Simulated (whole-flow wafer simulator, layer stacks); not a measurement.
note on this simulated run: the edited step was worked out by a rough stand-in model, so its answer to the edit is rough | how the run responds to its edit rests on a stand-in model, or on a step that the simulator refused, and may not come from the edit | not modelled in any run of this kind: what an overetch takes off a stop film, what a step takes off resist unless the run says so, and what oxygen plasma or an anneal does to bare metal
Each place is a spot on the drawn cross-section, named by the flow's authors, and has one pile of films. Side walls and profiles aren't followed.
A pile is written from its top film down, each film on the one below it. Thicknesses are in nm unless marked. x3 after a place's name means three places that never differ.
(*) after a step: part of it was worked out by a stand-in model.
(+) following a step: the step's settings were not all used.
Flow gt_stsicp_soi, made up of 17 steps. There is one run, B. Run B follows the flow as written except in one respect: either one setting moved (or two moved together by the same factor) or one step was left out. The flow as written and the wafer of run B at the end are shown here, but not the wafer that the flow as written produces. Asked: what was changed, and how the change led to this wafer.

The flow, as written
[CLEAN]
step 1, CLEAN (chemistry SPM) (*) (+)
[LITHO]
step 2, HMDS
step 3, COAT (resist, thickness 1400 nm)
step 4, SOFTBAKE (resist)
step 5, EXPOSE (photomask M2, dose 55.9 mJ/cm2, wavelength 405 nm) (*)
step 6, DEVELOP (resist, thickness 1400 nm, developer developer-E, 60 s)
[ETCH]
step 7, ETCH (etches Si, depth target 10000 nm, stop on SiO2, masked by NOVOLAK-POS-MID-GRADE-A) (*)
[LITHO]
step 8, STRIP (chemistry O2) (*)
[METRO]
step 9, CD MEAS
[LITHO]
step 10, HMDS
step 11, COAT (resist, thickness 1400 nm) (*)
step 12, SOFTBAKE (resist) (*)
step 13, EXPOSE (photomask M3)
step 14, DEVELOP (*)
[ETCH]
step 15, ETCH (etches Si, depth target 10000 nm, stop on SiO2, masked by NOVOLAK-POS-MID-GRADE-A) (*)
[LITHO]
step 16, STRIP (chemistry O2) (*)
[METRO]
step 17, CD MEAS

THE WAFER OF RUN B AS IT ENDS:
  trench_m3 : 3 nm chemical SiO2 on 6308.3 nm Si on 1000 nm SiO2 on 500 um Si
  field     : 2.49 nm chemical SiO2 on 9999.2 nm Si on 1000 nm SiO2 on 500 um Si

What caused this: step 15, ETCH: depth target 3690 nm was run, though the flow has depth target 10000 nm.

How this came from the change, step by step:
  step 15, ETCH (etches Si, depth target 10000 nm, stop on SiO2, masked by NOVOLAK-POS-MID-GRADE-A) (*)
      trench_m3: -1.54 chemical SiO2 (all of it), -3690 Si (it would be, as written: -1.54 chemical SiO2 (all of it), -9999.6 Si (all of it))
      field, trench_m2: -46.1 resist (it would be, as written: -125 resist)
  step 16, STRIP (chemistry O2) (*)
      trench_m3: +3 chemical SiO2 (new film), -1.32 Si (it would be, as written: nothing)
      field: -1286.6 resist (all of it), +0.95 chemical SiO2, -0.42 Si (it would be, as written: -1207.8 resist (all of it), +0.94 chemical SiO2, -0.41 Si)
